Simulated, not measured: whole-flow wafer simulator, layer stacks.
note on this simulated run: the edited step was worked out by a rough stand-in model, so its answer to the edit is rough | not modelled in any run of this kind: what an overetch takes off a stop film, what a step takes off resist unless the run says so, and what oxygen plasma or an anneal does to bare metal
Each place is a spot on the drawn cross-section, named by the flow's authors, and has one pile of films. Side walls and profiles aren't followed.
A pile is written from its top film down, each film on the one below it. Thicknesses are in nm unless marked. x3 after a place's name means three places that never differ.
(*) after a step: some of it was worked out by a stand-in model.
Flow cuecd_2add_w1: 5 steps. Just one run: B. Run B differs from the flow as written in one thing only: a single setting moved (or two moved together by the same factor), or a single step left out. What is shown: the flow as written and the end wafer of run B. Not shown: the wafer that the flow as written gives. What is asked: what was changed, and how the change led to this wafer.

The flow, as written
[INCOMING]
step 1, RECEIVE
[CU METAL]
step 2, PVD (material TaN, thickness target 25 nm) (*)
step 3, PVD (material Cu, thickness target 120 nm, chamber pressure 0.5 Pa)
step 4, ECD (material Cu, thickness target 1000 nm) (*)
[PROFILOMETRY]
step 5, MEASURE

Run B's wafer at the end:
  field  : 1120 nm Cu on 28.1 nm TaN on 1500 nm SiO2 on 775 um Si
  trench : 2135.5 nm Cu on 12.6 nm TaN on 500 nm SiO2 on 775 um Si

Cause: step 2, PVD: thickness target 28.1 nm was run, whereas the flow has thickness target 25 nm.
The wafer itself shows it: field has TaN 28.1, and step 2 as written asks for 25 nm.

The path from the change to this, step by step:
  step 2, PVD (material TaN, thickness target 25 nm) (*)
      field: TaN gains 28.1 (new film) (in the flow as written it would be: TaN gains 25 (new film))
      trench: TaN gains 12.6 (new film) (in the flow as written it would be: TaN gains 11.2 (new film))
